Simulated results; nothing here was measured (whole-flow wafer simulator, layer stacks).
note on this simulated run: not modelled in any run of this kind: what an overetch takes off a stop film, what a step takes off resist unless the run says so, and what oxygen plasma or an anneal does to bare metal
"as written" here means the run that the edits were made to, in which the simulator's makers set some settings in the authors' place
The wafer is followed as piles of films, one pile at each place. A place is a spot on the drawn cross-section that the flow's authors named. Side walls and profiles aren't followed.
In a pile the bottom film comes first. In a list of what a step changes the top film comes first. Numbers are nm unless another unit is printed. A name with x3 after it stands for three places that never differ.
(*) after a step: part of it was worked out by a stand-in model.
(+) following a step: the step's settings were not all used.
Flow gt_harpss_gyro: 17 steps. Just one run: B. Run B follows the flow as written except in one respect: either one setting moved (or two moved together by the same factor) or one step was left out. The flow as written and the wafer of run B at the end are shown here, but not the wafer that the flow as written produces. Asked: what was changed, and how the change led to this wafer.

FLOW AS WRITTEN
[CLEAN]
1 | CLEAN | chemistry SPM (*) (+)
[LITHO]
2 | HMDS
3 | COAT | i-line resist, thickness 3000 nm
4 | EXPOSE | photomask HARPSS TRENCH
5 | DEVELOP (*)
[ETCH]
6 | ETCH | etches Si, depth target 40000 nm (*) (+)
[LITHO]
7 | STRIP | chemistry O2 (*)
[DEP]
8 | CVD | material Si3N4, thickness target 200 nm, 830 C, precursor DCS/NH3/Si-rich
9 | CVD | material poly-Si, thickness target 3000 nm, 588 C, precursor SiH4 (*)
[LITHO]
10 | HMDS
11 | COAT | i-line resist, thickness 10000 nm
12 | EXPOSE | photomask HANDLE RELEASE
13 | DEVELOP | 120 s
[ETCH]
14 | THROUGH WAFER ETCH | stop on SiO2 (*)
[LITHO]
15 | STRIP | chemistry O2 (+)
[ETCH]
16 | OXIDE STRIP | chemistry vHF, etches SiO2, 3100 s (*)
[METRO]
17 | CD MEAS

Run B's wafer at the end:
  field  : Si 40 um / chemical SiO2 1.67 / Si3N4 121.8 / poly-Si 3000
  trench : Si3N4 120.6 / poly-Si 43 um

What caused this: step 8, CVD: 783 C was run, whereas the flow has 830 C.

How this came from the change, step by step:
  8 | CVD | material Si3N4, thickness target 200 nm, 830 C, precursor DCS/NH3/Si-rich
      field: Si3N4 gains 121.8 (new film) (as written it would have been: Si3N4 gains 200 (new film))
      trench: Si3N4 gains 120.6 (new film) (as written it would have been: Si3N4 gains 195.9 (new film))
  9 | CVD | material poly-Si, thickness target 3000 nm, 588 C, precursor SiH4 (*)
      trench: poly-Si gains 43 um (new film) (as written it would have been: poly-Si gains 43.01 um (new film))
